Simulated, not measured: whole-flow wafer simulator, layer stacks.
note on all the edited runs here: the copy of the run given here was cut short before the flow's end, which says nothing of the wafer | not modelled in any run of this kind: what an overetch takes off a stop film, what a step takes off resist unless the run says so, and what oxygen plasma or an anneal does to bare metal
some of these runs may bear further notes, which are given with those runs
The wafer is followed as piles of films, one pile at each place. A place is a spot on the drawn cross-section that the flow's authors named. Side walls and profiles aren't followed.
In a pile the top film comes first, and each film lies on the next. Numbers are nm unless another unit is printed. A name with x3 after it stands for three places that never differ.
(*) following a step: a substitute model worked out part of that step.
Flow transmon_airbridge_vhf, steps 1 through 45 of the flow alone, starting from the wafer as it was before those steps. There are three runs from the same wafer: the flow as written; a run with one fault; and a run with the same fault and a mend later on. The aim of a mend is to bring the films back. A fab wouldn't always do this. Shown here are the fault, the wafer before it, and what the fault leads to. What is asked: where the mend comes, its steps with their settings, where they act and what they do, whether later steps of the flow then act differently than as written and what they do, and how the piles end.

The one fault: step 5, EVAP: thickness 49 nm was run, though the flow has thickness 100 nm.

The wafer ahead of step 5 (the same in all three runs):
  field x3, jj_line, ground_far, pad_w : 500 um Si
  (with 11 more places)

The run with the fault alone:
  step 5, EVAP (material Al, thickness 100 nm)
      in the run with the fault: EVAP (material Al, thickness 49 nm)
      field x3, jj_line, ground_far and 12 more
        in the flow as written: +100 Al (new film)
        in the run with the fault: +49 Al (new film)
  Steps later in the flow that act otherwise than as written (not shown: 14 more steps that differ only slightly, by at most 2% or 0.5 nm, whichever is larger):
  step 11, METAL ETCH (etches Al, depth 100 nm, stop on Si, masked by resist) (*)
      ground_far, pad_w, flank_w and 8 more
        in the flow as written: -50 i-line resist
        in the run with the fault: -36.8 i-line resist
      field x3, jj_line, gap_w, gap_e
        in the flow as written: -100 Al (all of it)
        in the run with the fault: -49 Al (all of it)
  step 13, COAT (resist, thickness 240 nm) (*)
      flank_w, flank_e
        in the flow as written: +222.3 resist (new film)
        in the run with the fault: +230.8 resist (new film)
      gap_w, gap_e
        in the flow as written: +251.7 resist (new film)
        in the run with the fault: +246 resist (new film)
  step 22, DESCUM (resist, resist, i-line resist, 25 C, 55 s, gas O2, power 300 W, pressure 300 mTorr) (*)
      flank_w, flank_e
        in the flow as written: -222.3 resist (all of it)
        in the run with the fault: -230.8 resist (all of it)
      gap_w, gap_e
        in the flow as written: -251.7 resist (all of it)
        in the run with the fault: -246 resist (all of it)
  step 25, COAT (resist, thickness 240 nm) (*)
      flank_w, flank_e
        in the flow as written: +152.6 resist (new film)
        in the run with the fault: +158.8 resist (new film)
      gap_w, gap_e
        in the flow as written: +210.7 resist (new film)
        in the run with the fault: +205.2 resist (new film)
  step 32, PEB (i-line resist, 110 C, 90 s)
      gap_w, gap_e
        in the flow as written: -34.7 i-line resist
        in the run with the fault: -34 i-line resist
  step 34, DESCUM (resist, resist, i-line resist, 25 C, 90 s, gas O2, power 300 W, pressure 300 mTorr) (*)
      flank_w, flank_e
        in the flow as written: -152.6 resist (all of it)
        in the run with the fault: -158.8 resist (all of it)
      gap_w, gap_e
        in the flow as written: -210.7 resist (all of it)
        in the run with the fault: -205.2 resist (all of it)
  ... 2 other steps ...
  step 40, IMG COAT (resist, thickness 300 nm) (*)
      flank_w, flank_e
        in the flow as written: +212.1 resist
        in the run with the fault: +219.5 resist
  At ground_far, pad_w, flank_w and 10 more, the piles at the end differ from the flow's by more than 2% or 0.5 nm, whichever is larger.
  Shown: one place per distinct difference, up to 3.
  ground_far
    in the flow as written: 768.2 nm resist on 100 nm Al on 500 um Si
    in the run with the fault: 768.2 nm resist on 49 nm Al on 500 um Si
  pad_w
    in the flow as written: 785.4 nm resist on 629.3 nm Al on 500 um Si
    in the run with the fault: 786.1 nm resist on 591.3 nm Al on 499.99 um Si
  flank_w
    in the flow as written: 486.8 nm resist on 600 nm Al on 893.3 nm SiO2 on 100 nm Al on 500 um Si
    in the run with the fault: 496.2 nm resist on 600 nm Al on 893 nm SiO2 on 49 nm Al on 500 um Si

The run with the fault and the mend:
  After step 5 comes the mend.
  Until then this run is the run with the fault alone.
  step 5a, EVAP (material Al, thickness 51 nm) (the flow's step 5 again, with other settings)
      field x3, jj_line, ground_far and 12 more
        +51 Al
  None of the later steps of the flow acts differently than as written at any place that is followed.
  The piles end the same as the flow's at every place that both follow.
